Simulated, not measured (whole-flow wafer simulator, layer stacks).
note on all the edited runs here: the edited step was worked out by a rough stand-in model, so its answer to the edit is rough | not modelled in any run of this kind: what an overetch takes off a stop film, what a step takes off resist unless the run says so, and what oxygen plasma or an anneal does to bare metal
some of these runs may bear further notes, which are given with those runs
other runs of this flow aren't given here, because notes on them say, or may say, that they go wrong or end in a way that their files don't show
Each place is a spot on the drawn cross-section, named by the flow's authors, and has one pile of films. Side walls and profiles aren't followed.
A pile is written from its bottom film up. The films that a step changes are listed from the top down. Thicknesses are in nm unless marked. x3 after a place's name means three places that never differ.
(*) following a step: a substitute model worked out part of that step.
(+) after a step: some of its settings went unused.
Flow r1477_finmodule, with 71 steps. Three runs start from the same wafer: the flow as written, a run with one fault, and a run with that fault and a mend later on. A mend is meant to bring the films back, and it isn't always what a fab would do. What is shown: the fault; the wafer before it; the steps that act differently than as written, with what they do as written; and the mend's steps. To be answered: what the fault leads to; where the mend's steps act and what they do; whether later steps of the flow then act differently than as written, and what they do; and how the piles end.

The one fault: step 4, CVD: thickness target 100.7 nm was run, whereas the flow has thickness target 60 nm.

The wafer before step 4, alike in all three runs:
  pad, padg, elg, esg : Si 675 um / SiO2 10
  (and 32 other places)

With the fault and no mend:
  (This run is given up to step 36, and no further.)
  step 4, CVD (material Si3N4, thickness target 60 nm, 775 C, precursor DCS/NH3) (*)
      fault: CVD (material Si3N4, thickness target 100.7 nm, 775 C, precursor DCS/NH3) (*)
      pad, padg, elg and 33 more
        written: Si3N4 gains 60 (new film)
        fault: Si3N4 gains 100.7 (new film)
  Steps later in the flow that act otherwise than as written:
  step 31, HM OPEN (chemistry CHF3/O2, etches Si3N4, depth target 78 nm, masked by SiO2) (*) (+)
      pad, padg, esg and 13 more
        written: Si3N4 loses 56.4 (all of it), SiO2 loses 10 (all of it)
        fault: Si3N4 loses 78
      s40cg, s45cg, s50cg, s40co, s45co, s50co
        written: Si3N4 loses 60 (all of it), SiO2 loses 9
        fault: Si3N4 loses 78
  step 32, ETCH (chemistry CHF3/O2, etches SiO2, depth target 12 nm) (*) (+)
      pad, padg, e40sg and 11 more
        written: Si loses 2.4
        fault: Si3N4 loses 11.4
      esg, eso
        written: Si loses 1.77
        fault: Si3N4 loses 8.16
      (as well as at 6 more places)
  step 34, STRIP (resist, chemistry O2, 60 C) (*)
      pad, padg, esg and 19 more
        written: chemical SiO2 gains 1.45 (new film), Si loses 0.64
        fault: nothing
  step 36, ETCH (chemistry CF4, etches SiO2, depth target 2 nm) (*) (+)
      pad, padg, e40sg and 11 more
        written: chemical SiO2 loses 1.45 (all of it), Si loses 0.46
        fault: Si3N4 loses 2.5
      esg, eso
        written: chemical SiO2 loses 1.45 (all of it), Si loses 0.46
        fault: Si3N4 loses 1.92
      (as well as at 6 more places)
  The piles after step 36 differ from the flow's at pad, padg, elg and 33 more by more than 2% or 0.5 nm, whichever is larger.
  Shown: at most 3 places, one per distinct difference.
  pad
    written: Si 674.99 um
    fault: Si 675 um / SiO2 10 / Si3N4 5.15
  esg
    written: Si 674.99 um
    fault: Si 675 um / SiO2 10 / Si3N4 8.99
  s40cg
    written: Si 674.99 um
    fault: Si 675 um / SiO2 10 / Si3N4 11

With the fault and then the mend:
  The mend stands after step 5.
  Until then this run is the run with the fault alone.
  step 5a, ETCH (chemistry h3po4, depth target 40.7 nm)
      pad, padg, elg and 33 more
        Si3N4 loses 40.7
  Later steps of the flow that are run all act as written at every place that is followed.
  The piles end the same as the flow's at every place that both follow.
